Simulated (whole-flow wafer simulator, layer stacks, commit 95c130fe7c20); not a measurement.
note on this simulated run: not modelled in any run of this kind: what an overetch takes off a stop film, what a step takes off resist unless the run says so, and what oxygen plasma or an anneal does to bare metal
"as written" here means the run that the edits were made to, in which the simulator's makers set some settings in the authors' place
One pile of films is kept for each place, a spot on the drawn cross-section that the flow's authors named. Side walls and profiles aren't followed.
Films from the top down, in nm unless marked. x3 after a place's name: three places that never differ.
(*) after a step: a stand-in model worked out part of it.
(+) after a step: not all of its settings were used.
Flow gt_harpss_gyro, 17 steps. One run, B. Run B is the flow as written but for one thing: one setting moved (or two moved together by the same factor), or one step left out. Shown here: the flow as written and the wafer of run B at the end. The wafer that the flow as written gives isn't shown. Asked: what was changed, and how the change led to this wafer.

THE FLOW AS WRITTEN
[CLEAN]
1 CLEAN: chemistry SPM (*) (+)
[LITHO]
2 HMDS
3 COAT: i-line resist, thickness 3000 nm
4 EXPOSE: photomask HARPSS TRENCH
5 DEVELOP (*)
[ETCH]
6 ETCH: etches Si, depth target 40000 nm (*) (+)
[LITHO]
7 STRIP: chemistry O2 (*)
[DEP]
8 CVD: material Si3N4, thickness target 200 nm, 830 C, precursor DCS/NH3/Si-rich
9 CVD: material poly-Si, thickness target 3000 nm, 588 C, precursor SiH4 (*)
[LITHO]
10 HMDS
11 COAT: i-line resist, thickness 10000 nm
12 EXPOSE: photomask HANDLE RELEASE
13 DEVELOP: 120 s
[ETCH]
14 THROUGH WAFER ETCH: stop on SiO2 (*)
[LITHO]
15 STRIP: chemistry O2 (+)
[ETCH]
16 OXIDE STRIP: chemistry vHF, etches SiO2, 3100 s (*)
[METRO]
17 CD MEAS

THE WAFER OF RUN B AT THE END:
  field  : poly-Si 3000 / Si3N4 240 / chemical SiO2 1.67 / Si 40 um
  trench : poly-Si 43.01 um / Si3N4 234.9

The cause: step 8, CVD: thickness target 240 nm was run, where the flow has thickness target 200 nm.
It can be read off the wafer: field has Si3N4 240, and step 8 as written asks for 200 nm.

How the change led to this, step by step:
  8 CVD: material Si3N4, thickness target 200 nm, 830 C, precursor DCS/NH3/Si-rich
      field: Si3N4 +240 (new film) (as written it would be: Si3N4 +200 (new film))
      trench: Si3N4 +234.9 (new film) (as written it would be: Si3N4 +195.9 (new film))
